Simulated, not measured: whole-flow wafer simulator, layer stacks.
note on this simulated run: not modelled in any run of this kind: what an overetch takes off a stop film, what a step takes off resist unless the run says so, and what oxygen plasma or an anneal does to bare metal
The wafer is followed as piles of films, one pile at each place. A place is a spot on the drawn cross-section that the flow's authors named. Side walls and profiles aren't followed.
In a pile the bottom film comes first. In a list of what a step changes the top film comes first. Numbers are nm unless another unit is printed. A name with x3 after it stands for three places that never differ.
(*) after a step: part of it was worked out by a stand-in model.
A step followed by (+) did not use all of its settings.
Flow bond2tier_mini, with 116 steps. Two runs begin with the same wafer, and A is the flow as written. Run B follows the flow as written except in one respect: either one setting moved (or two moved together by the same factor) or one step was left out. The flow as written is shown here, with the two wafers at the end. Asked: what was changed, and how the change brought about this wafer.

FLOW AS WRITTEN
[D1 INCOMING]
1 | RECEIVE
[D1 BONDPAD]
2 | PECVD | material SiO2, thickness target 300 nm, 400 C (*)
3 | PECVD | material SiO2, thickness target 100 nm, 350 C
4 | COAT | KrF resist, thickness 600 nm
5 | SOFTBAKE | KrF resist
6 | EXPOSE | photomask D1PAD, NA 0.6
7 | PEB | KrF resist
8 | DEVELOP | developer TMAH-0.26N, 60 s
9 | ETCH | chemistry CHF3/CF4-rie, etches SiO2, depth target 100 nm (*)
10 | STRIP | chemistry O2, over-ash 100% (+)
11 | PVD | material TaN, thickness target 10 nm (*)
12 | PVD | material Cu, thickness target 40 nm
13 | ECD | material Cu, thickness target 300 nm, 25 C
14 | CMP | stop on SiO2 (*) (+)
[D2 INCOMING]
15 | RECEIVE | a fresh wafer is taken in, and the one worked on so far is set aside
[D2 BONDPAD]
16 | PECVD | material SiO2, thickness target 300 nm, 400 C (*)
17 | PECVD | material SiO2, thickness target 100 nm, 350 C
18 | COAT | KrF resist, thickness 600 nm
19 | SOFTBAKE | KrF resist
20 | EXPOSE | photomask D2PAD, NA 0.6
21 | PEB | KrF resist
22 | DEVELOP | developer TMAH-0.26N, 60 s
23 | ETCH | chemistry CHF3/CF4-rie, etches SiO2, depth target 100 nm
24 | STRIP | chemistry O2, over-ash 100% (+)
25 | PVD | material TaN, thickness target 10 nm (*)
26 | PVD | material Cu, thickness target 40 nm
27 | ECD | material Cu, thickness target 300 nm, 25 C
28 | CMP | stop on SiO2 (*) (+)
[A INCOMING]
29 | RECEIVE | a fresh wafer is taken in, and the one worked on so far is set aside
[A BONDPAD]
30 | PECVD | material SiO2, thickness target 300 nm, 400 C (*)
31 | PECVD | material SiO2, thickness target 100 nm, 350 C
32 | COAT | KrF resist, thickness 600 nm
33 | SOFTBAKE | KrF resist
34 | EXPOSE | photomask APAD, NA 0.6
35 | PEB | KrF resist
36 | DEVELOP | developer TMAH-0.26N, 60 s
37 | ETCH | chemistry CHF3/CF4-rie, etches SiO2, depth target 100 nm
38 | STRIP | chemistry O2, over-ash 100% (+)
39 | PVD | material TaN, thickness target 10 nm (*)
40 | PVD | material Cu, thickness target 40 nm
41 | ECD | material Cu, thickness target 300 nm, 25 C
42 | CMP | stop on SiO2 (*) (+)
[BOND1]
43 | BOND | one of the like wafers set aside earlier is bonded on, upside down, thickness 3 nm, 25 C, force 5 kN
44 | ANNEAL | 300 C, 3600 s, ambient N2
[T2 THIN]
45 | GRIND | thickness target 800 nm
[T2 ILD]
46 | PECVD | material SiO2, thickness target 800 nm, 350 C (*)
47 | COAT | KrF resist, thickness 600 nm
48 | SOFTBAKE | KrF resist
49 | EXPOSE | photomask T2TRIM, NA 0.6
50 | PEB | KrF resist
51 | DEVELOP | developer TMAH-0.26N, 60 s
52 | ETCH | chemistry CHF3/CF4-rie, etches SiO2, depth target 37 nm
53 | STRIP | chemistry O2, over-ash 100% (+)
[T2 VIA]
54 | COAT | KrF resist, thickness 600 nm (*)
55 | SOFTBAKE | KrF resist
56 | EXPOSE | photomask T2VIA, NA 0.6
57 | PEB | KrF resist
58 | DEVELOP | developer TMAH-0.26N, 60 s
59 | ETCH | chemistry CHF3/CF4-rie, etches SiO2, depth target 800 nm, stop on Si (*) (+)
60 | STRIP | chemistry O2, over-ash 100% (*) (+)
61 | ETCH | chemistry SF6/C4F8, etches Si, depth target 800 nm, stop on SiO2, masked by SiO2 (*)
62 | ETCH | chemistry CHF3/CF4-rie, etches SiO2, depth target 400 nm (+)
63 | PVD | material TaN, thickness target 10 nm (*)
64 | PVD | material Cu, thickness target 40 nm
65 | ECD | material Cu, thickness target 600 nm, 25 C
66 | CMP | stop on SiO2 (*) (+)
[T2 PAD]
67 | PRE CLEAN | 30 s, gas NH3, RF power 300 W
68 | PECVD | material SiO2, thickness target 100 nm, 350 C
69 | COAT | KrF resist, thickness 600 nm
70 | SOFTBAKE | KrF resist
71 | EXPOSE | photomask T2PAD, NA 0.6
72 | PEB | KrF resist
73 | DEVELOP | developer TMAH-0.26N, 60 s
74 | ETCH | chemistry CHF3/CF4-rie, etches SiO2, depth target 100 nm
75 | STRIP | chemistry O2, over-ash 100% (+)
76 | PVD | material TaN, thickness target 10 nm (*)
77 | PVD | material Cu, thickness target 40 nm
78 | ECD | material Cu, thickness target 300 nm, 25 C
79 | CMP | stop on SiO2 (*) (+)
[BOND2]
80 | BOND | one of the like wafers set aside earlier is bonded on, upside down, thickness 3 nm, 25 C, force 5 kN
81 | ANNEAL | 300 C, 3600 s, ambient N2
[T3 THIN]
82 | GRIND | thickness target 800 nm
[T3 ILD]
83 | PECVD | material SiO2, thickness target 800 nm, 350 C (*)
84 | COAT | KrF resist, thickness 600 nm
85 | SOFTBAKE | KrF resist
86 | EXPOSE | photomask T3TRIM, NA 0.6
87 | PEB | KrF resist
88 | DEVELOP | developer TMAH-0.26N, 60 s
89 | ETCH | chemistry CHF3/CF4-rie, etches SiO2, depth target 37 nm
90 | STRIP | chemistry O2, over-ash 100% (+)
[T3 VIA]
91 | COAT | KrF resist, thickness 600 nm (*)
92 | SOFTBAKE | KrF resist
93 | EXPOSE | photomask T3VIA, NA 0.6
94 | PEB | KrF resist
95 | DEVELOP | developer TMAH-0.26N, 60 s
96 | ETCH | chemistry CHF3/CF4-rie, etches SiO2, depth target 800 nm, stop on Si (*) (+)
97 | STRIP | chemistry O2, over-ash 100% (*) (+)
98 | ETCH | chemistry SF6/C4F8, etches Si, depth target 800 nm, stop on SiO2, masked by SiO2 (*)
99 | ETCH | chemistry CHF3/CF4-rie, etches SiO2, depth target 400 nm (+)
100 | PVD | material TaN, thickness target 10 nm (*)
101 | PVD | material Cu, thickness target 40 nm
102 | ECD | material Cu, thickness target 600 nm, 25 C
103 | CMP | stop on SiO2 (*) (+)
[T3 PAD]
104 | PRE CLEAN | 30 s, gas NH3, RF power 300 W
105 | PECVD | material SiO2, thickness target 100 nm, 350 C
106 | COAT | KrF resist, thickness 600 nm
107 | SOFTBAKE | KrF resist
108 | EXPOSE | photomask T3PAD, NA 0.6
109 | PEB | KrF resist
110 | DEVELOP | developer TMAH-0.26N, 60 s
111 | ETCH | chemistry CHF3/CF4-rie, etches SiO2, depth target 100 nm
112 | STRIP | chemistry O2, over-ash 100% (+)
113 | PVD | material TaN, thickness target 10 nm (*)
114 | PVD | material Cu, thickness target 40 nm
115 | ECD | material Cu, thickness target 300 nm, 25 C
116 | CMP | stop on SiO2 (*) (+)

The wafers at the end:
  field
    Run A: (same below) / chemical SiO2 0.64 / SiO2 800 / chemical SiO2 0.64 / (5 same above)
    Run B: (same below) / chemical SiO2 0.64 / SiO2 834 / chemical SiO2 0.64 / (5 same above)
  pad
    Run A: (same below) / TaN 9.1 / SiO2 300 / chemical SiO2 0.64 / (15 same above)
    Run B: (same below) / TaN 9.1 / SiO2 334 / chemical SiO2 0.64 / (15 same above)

Cause: step 3, PECVD: thickness target 134 nm was run, while the flow as written has thickness target 100 nm.

How this came from the change, step by step:
  3 | PECVD | material SiO2, thickness target 100 nm, 350 C
      field, pad, via: A +100 SiO2 | B +134 SiO2
  43 | BOND | one of the like wafers set aside earlier is bonded on, upside down, thickness 3 nm, 25 C, force 5 kN
      field: A +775 um Si (new film), +0.64 chemical SiO2 (new film), +400 SiO2 | B +775 um Si (new film), +0.64 chemical SiO2 (new film), +434 SiO2
      pad: A +775 um Si (new film), +0.64 chemical SiO2 (new film), +300 SiO2 (new film), +9.1 TaN (new film), +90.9 Cu | B +775 um Si (new film), +0.64 chemical SiO2 (new film), +334 SiO2 (new film), +9.1 TaN (new film), +90.9 Cu
      (also at 1 further place)
